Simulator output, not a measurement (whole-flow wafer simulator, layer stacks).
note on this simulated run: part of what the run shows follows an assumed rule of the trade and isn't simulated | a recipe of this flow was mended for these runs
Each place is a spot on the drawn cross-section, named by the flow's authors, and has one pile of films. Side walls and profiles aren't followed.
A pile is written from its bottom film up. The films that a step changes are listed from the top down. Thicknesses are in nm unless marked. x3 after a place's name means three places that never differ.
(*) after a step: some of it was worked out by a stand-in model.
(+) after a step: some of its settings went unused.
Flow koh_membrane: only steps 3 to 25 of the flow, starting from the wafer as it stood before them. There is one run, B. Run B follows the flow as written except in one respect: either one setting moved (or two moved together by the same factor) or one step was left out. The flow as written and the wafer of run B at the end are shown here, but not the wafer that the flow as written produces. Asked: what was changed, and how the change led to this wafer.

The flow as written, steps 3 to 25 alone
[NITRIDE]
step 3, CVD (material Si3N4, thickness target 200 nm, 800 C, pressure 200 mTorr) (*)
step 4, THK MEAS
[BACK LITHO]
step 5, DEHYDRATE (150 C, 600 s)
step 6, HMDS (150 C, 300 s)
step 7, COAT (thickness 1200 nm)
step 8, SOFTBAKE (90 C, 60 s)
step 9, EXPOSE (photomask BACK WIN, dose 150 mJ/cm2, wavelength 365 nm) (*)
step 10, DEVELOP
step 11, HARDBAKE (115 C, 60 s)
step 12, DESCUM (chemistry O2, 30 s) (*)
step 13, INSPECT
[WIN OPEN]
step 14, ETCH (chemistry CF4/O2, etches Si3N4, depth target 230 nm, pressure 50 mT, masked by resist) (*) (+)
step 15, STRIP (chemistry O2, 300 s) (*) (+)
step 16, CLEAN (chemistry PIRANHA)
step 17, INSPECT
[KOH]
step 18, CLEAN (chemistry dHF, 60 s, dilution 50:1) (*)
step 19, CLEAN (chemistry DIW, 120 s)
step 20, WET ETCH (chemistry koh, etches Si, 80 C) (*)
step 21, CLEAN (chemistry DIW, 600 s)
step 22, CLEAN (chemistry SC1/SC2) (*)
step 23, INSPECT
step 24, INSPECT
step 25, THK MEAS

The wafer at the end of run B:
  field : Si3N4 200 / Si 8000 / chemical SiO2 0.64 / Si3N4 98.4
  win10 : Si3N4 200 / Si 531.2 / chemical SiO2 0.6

The reason: step 3, CVD: thickness target 100 nm was run, while the flow as written has thickness target 200 nm.

How this came from the change, step by step:
  step 3, CVD (material Si3N4, thickness target 200 nm, 800 C, pressure 200 mTorr) (*)
      field, win20 x4, win10: +100 Si3N4 (new film) (in the flow as written it would be: +200 Si3N4 (new film))
  step 14, ETCH (chemistry CF4/O2, etches Si3N4, depth target 230 nm, pressure 50 mT, masked by resist) (*) (+)
      win20 x4, win10: -100 Si3N4 (all of it), -0.64 chemical SiO2 (all of it), -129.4 Si (in the flow as written it would be: -200 Si3N4 (all of it), -0.64 chemical SiO2 (all of it), -29.4 Si)
